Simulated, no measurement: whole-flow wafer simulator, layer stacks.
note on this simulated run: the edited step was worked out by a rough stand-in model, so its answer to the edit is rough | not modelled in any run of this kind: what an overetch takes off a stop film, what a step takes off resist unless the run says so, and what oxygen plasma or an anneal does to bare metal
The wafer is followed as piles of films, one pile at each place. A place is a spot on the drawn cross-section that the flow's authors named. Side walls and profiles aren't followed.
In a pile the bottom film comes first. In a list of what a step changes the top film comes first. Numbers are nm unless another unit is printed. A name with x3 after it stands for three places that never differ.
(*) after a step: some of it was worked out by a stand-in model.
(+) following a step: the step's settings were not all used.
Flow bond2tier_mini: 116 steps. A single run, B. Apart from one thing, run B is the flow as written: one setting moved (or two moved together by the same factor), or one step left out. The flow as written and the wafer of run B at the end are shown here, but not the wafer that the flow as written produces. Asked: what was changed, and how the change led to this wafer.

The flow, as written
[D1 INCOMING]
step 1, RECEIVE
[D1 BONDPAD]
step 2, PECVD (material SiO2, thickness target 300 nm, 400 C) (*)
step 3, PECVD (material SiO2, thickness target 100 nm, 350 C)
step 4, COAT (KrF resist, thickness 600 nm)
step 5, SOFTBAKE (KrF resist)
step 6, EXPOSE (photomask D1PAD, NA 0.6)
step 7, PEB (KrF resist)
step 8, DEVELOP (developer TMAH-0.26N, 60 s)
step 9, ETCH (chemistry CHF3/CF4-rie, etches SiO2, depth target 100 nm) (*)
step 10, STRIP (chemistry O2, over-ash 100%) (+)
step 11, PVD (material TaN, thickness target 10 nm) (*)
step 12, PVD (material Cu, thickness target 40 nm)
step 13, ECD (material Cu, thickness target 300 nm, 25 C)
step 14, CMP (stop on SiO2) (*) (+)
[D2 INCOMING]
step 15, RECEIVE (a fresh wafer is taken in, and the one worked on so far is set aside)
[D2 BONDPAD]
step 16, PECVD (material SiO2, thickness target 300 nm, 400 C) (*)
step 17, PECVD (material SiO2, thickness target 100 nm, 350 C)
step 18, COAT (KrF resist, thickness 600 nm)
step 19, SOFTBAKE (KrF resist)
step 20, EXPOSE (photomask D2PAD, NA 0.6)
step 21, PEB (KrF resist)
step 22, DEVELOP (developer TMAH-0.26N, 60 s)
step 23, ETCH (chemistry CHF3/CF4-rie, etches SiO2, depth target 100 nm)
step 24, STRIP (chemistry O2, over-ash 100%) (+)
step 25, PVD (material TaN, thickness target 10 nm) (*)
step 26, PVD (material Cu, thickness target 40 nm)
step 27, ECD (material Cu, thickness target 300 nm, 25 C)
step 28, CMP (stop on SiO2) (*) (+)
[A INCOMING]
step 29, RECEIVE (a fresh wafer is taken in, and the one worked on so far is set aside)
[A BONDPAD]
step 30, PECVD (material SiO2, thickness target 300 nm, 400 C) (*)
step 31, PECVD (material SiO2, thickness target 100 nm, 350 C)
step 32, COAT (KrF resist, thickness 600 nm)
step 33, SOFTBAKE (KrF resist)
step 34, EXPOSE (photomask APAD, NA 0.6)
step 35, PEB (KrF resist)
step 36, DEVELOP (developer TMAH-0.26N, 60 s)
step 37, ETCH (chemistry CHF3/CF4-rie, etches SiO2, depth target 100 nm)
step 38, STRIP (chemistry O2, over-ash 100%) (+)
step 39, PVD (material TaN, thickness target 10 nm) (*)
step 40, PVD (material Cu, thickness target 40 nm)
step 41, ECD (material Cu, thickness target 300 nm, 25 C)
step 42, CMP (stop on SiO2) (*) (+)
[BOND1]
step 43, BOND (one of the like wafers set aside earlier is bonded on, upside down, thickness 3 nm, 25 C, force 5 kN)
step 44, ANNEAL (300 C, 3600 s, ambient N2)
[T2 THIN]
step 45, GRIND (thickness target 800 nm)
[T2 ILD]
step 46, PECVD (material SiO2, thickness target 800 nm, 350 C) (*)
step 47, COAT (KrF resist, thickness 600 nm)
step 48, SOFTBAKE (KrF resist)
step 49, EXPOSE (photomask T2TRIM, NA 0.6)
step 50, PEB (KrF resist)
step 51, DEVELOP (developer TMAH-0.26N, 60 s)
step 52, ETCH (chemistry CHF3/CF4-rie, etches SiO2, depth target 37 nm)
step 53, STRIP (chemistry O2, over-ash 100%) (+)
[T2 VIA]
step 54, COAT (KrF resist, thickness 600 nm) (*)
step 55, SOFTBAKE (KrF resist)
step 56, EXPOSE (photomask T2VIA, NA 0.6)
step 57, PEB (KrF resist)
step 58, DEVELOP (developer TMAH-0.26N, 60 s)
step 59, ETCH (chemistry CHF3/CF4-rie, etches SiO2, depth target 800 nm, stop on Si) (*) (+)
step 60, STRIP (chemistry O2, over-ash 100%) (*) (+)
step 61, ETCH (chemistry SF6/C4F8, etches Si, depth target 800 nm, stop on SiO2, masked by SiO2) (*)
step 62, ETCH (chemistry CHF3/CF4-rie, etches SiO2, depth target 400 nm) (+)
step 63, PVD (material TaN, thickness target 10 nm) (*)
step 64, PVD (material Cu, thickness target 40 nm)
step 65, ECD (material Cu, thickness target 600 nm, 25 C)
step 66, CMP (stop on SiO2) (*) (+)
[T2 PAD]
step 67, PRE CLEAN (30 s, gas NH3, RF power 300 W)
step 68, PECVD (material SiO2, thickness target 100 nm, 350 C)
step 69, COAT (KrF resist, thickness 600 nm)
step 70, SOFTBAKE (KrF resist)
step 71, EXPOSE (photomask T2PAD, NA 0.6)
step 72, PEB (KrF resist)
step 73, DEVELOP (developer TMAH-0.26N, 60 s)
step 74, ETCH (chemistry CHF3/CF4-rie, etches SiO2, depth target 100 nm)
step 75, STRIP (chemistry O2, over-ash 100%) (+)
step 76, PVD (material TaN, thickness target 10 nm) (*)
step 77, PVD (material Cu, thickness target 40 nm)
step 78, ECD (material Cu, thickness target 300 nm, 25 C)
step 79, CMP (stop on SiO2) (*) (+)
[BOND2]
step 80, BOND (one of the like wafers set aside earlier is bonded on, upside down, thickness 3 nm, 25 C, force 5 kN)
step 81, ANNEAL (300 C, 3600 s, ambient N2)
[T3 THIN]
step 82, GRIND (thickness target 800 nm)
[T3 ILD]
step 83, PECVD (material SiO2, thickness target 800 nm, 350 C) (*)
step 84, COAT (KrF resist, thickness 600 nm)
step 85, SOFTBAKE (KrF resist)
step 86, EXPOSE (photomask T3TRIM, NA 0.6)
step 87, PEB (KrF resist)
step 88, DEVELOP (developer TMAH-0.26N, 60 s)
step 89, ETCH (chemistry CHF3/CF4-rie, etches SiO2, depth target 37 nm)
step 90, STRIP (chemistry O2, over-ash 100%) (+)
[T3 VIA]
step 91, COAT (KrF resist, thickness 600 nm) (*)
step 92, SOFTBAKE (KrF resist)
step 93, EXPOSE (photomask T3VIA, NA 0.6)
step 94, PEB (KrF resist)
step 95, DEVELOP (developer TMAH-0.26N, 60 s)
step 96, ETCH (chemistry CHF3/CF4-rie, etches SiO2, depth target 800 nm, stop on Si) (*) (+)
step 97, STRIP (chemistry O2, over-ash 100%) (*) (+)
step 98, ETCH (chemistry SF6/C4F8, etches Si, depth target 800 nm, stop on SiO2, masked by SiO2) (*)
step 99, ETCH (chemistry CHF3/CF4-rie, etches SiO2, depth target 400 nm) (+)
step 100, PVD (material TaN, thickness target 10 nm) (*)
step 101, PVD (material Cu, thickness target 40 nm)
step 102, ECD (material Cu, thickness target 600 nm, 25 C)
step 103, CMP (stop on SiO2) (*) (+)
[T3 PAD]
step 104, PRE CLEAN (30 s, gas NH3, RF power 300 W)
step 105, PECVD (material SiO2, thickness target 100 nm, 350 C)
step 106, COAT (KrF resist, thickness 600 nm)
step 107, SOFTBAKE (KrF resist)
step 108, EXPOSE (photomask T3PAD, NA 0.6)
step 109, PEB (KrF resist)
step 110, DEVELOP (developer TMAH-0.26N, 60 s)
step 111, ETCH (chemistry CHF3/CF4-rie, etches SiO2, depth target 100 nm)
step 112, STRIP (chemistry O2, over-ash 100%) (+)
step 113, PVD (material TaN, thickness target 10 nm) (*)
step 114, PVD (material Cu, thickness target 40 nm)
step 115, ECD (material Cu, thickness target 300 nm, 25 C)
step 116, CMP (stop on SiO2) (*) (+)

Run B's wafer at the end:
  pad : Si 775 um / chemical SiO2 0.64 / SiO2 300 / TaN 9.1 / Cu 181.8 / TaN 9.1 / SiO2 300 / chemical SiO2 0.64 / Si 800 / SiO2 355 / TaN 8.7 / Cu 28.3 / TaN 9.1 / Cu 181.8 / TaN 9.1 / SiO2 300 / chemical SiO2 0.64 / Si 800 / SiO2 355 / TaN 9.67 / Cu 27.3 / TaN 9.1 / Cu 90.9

Cause: step 63, PVD: thickness target 9 nm was run, though the flow has thickness target 10 nm.

Step by step, how the change led to this:
  step 63, PVD (material TaN, thickness target 10 nm) (*)
      field: TaN gains 9 (new film) (in the flow as written it would be: TaN gains 10 (new film))
      pad: TaN gains 8.7 (new film) (in the flow as written it would be: TaN gains 9.67 (new film))
  step 66, CMP (stop on SiO2) (*) (+)
      field: Cu loses 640 (all of it), TaN loses 9 (all of it) (in the flow as written it would be: Cu loses 640 (all of it), TaN loses 10 (all of it))
